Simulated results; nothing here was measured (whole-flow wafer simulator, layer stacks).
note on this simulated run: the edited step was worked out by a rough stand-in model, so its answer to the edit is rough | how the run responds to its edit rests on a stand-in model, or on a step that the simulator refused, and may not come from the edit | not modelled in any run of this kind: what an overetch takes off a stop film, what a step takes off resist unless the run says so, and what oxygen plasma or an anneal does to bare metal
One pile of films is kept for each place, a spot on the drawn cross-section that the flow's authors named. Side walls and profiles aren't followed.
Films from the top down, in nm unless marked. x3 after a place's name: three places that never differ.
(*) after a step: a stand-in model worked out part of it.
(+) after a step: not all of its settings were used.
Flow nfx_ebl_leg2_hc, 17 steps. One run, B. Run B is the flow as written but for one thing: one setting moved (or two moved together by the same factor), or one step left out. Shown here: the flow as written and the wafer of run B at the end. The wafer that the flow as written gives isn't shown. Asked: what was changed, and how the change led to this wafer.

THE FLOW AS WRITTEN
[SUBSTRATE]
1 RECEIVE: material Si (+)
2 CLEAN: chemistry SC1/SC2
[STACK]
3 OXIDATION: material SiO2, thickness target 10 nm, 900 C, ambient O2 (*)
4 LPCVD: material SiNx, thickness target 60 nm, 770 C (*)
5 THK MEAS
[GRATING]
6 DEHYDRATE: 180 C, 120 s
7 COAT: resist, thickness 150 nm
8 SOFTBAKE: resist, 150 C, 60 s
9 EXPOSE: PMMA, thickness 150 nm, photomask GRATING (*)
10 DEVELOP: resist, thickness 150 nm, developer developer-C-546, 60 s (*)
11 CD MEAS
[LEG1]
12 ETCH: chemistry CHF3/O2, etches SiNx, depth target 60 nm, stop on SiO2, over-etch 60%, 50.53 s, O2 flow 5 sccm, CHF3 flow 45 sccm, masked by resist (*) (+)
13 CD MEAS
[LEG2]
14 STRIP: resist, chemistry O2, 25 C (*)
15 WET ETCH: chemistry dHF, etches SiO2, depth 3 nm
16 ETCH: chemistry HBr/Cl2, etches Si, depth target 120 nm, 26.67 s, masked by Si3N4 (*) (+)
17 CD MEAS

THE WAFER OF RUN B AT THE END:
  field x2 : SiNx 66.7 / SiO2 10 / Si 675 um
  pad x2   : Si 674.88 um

The cause: step 4, LPCVD: thickness target 78.1 nm was run, where the flow has thickness target 60 nm.

How the change led to this, step by step:
  4 LPCVD: material SiNx, thickness target 60 nm, 770 C (*)
      field x2, pad x2: SiNx +78.1 (new film) (as written it would be: SiNx +60 (new film))
  12 ETCH: chemistry CHF3/O2, etches SiNx, depth target 60 nm, stop on SiO2, over-etch 60%, 50.53 s, O2 flow 5 sccm, CHF3 flow 45 sccm, masked by resist (*) (+)
      pad x2: SiNx -78.1 (all of it), SiO2 -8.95 (as written it would be: SiNx -60 (all of it), SiO2 -10 (all of it))
  14 STRIP: resist, chemistry O2, 25 C (*)
      pad x2: nothing (as written it would be: chemical SiO2 +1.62 (new film), Si -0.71)
  15 WET ETCH: chemistry dHF, etches SiO2, depth 3 nm
      pad x2: SiO2 -1.05 (all of it) (as written it would be: chemical SiO2 -1.62 (all of it))
